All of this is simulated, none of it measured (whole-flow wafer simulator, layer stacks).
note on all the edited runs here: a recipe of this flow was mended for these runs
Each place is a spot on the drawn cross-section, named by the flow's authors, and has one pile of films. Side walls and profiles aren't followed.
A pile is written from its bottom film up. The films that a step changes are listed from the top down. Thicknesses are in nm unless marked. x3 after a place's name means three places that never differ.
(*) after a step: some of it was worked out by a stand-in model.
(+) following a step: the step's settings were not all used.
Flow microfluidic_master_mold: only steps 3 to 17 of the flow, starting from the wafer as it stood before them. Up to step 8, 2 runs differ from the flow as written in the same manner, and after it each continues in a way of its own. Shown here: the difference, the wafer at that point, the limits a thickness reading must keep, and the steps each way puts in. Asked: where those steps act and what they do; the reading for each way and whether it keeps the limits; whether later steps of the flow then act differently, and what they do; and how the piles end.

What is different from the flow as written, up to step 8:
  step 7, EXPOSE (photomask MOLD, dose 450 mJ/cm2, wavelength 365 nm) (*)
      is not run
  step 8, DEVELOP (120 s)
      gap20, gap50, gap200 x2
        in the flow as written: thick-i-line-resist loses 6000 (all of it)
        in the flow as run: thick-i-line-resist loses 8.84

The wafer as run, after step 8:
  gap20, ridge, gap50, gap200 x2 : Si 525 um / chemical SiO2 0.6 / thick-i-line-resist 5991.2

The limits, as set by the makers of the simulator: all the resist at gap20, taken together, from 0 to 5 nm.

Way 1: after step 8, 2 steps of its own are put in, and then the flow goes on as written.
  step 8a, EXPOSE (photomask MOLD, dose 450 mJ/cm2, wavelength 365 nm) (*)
      leaves every film unchanged at each place that is followed
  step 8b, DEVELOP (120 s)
      gap20, gap50, gap200 x2
        thick-i-line-resist loses 5991.2 (all of it)
      ridge
        thick-i-line-resist loses 8.84
  After step 8b, the reading is 0 nm, within the limits.
  Later steps of the flow acting differently than as written (1 other step is not shown; it differs only slightly, by no more than 2% or 0.5 nm, whichever is larger):
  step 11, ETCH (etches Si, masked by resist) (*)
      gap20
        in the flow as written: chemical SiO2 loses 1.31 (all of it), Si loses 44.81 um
        going this way: chemical SiO2 loses 1.31 (all of it), Si loses 44.82 um
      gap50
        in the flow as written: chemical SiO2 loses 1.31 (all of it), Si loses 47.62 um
        going this way: chemical SiO2 loses 1.31 (all of it), Si loses 47.63 um
  The piles end only slightly different from the flow's at the places that both follow, by no more than 2% or 0.5 nm, whichever is larger.

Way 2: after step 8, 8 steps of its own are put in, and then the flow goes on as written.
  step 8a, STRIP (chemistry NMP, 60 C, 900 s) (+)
      ridge, gap20, gap50, gap200 x2
        thick-i-line-resist loses 5991.2 (all of it)
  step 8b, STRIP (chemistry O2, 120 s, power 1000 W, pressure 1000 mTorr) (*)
      ridge, gap20, gap50, gap200 x2
        chemical SiO2 gains 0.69, Si loses 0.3
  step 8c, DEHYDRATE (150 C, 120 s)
      leaves every film unchanged at each place that is followed
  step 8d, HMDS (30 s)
      leaves every film unchanged at each place that is followed
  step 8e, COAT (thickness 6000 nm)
      ridge, gap20, gap50, gap200 x2
        thick-i-line-resist gains 6000 (new film)
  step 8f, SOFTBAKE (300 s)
      leaves every film unchanged at each place that is followed
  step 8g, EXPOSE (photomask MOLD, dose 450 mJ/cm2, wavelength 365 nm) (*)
      leaves every film unchanged at each place that is followed
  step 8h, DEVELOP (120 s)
      gap20, gap50, gap200 x2
        thick-i-line-resist loses 6000 (all of it)
      ridge
        thick-i-line-resist loses 8.84
  After step 8h, the reading is 0 nm, within the limits.
  Later steps of the flow that are run all act as written at every place that is followed, up to a difference of at most 2% or 0.5 nm, whichever is larger.
  The piles end only slightly different from the flow's at the places that both follow, by no more than 2% or 0.5 nm, whichever is larger.

The limits are kept by: way 1, way 2.
